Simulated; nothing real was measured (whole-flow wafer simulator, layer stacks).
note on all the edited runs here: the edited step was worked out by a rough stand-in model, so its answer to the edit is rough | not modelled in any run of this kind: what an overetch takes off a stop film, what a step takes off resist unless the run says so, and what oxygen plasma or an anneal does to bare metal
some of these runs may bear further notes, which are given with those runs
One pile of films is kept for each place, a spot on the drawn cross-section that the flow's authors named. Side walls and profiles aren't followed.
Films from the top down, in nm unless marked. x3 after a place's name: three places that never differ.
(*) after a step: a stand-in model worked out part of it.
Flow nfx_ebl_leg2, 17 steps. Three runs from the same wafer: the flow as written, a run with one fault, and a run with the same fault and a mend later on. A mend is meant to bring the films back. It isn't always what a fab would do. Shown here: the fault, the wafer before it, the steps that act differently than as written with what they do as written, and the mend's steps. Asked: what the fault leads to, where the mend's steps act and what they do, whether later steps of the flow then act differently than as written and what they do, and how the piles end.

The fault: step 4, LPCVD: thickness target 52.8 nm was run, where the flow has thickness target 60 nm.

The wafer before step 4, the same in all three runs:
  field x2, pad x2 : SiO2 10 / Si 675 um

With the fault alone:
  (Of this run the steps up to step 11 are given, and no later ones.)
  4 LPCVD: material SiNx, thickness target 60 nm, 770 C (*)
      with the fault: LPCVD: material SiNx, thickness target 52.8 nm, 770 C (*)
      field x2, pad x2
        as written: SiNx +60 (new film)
        with the fault: SiNx +52.8 (new film)
  No later step of the flow up to step 11 acts differently than as written at any place that is followed.
  After step 11 the piles differ from the flow's by more than 2% or 0.5 nm, whichever is larger, at field x2, pad x2.
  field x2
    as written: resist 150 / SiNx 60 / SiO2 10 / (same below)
    with the fault: resist 150 / SiNx 52.8 / SiO2 10 / (same below)
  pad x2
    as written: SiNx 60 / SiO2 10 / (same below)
    with the fault: SiNx 52.8 / SiO2 10 / (same below)

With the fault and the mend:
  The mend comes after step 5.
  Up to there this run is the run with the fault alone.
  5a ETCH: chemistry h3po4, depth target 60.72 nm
      field x2, pad x2
        SiNx -52.8 (all of it)
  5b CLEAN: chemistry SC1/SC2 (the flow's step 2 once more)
      changes no film at any place that is followed
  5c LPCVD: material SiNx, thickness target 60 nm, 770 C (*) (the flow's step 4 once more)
      field x2, pad x2
        SiNx +60 (new film)
  No later step of the flow acts differently than as written at any place that is followed.
  At the end the piles are the same as the flow's at every place that both follow.
